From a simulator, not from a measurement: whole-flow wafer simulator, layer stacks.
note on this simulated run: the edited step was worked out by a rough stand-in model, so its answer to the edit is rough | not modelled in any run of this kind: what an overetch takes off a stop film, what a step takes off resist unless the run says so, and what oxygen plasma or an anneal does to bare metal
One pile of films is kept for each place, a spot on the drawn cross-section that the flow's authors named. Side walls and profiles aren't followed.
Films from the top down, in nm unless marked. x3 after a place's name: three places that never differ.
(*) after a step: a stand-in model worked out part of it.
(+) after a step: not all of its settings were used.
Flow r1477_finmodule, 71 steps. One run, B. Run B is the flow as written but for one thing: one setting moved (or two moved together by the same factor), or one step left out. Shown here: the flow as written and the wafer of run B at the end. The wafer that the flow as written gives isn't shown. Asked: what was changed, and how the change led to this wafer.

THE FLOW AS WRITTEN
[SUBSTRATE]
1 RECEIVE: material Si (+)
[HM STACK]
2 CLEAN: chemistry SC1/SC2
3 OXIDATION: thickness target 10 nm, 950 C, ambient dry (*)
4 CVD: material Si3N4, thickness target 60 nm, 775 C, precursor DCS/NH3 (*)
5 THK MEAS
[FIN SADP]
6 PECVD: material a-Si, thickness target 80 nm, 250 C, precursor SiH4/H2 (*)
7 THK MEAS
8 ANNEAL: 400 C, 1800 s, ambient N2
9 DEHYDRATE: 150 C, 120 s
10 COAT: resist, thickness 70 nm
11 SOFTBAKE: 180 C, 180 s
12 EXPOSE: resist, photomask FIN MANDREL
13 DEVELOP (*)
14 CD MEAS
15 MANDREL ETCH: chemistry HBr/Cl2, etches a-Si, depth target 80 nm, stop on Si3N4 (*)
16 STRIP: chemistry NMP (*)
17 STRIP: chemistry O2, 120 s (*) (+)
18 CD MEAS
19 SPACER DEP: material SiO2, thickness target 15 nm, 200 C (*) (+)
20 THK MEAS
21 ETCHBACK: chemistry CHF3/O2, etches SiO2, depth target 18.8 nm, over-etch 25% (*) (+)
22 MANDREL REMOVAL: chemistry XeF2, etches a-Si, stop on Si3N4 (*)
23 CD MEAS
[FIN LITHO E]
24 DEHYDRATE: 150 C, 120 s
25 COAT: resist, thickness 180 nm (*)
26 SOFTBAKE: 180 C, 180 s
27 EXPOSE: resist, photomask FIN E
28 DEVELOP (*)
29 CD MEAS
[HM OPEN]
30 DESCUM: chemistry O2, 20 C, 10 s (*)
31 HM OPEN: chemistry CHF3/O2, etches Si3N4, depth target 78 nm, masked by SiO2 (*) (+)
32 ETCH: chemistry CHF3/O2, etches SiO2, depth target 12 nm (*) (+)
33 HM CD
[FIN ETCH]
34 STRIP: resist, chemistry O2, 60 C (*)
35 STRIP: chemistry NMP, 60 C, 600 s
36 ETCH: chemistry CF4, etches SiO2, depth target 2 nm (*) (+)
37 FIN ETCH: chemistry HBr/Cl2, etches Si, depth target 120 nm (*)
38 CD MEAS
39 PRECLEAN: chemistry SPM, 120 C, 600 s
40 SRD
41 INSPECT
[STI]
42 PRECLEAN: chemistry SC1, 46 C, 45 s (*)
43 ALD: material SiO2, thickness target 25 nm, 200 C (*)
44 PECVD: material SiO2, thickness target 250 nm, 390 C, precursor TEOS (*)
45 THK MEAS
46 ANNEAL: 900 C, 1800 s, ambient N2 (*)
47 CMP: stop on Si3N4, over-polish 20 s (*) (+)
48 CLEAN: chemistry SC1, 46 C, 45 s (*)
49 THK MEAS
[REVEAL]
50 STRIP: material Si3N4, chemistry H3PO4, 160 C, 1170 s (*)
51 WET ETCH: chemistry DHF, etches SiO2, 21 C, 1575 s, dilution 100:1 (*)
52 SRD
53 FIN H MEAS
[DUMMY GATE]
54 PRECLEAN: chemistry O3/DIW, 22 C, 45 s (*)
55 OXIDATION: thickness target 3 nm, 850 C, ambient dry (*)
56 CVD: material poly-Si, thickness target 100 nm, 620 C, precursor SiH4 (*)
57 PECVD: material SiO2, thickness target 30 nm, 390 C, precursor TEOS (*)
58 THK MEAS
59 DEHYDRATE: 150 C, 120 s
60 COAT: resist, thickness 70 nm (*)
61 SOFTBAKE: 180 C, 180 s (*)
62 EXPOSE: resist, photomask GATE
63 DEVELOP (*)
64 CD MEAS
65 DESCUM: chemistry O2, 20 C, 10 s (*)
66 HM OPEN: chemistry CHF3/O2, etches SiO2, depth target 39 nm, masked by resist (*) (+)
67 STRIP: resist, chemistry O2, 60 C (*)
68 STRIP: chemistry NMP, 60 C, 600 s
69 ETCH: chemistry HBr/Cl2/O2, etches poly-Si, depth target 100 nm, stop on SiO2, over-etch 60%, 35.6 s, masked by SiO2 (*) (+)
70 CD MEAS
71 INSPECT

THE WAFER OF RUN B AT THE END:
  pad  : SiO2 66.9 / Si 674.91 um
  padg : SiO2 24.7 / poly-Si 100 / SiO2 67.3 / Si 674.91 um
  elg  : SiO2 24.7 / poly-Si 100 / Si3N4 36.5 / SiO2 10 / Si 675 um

The cause: step 37, FIN ETCH: depth target 84 nm was run, where the flow has depth target 120 nm.

How the change led to this, step by step:
  37 FIN ETCH: chemistry HBr/Cl2, etches Si, depth target 120 nm (*)
      pad, padg, esg and 19 more: Si -84 (as written it would be: Si -120)
      elg, e40lg, e100lg, e200lg, elo, e40lo, e100lo, e200lo: Si3N4 -12 (as written it would be: Si3N4 -17.1)
      (and at 6 more places)
  43 ALD: material SiO2, thickness target 25 nm, 200 C (*)
      s40cg, s45cg, s50cg, s40co, s45co, s50co: SiO2 +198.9 (new film) (as written it would be: SiO2 +232.1 (new film))
      esg: SiO2 +163.4 (new film) (as written it would be: SiO2 +194.3 (new film))
  47 CMP: stop on Si3N4, over-polish 20 s (*) (+)
      pad, padg, e40sg and 11 more: SiO2 -107.8 (as written it would be: SiO2 -71.8)
      elg, e40lg, e100lg, e200lg, elo, e40lo, e100lo, e200lo: SiO2 -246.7 (as written it would be: SiO2 -241.6)
      (and at 2 more places)
  51 WET ETCH: chemistry DHF, etches SiO2, 21 C, 1575 s, dilution 100:1 (*)
      elg, e40lg, e100lg, e200lg, elo, e40lo, e100lo, e200lo: SiO2 -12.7 (all of it), Si3N4 -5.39 (as written it would be: SiO2 -17.8 (all of it), Si3N4 -4.97)
  56 CVD: material poly-Si, thickness target 100 nm, 620 C, precursor SiH4 (*)
      esg: poly-Si +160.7 (new film) (as written it would be: poly-Si +156 (new film))
  60 COAT: resist, thickness 70 nm (*)
      e40sg, eso, e40so: resist +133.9 (new film) (as written it would be: resist +129.5 (new film))
      e100sg, e100so: resist +133.9 (new film) (as written it would be: resist +129.4 (new film))
      (and at 2 more places)
  63 DEVELOP (*)
      eso, e40so: resist -133.9 (all of it) (as written it would be: resist -129.5 (all of it))
      e100so: resist -133.9 (all of it) (as written it would be: resist -129.4 (all of it))
      (and at 1 more place)
  67 STRIP: resist, chemistry O2, 60 C (*)
      e40sg: resist -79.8 (all of it) (as written it would be: resist -75.4 (all of it))
      e100sg: resist -79.7 (all of it) (as written it would be: resist -75.3 (all of it))
      (and at 1 more place)
